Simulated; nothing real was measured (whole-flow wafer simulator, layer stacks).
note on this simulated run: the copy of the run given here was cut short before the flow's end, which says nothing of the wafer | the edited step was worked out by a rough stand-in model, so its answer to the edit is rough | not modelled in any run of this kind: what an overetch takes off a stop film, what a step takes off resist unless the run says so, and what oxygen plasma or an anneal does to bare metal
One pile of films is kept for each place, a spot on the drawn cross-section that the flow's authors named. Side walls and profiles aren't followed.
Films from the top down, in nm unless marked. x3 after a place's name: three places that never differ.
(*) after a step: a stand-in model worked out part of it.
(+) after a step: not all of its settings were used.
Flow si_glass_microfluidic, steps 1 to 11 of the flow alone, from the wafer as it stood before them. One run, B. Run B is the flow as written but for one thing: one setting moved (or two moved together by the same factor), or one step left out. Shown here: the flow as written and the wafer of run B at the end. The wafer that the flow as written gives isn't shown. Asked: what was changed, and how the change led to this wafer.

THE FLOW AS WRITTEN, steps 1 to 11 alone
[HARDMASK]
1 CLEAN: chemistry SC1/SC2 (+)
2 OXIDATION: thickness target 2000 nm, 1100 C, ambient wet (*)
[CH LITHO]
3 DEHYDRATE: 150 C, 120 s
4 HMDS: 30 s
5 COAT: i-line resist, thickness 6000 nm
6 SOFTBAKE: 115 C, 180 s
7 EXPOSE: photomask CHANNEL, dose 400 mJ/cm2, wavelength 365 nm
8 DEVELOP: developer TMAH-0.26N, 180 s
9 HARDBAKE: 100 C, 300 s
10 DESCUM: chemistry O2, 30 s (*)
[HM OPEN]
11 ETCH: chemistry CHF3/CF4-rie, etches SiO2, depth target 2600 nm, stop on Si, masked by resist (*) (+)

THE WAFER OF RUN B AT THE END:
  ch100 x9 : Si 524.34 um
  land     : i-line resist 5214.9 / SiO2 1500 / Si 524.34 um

The cause: step 2, OXIDATION: thickness target 1500 nm was run, where the flow has thickness target 2000 nm.
It can be read off the wafer: land has SiO2 1500, and step 2 as written asks for 2000 nm.

How the change led to this, step by step:
  2 OXIDATION: thickness target 2000 nm, 1100 C, ambient wet (*)
      land, ch100 x9: SiO2 +1500 (new film), chemical SiO2 -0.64 (all of it), Si -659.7 (as written it would be: SiO2 +2000 (new film), chemical SiO2 -0.64 (all of it), Si -879.7)
  11 ETCH: chemistry CHF3/CF4-rie, etches SiO2, depth target 2600 nm, stop on Si, masked by resist (*) (+)
      ch100 x9: SiO2 -1500 (all of it) (as written it would be: SiO2 -2000 (all of it))
      land: i-line resist -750 (as written it would be: i-line resist -866.7)
